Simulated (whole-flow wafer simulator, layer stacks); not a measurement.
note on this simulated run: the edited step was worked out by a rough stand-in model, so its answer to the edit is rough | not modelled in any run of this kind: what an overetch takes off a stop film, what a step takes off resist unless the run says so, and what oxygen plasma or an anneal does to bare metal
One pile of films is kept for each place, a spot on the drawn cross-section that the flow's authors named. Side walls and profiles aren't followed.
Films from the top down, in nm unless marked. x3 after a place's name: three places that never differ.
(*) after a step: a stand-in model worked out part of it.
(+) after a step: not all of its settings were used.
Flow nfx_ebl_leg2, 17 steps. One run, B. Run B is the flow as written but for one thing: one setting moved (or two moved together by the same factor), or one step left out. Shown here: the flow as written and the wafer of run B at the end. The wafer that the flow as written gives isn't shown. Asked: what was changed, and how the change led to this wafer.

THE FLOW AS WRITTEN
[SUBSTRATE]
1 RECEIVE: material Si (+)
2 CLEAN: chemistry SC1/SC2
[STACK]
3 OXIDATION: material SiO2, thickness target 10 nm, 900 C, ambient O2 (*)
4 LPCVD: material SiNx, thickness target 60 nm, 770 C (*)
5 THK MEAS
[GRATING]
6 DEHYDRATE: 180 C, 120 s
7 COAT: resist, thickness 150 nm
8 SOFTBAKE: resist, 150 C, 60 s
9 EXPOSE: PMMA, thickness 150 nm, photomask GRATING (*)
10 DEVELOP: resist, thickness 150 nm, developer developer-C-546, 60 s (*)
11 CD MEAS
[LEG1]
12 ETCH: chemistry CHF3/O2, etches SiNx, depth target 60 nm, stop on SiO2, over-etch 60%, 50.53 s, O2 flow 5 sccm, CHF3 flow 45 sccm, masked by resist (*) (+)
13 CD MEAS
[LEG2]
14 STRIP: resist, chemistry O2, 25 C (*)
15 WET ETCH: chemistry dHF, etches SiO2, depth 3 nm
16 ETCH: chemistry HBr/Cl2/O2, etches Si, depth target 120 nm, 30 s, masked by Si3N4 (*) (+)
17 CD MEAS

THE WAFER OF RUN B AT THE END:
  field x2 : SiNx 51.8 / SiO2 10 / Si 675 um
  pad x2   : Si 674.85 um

The cause: step 16, ETCH: depth target 144 nm was run, where the flow has depth target 120 nm; step 16, ETCH: 36 s was run, where the flow has 30 s.

How the change led to this, step by step:
  16 ETCH: chemistry HBr/Cl2/O2, etches Si, depth target 120 nm, 30 s, masked by Si3N4 (*) (+)
      field x2: SiNx -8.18 (as written it would be: SiNx -6.82)
      pad x2: Si -144 (as written it would be: Si -120)
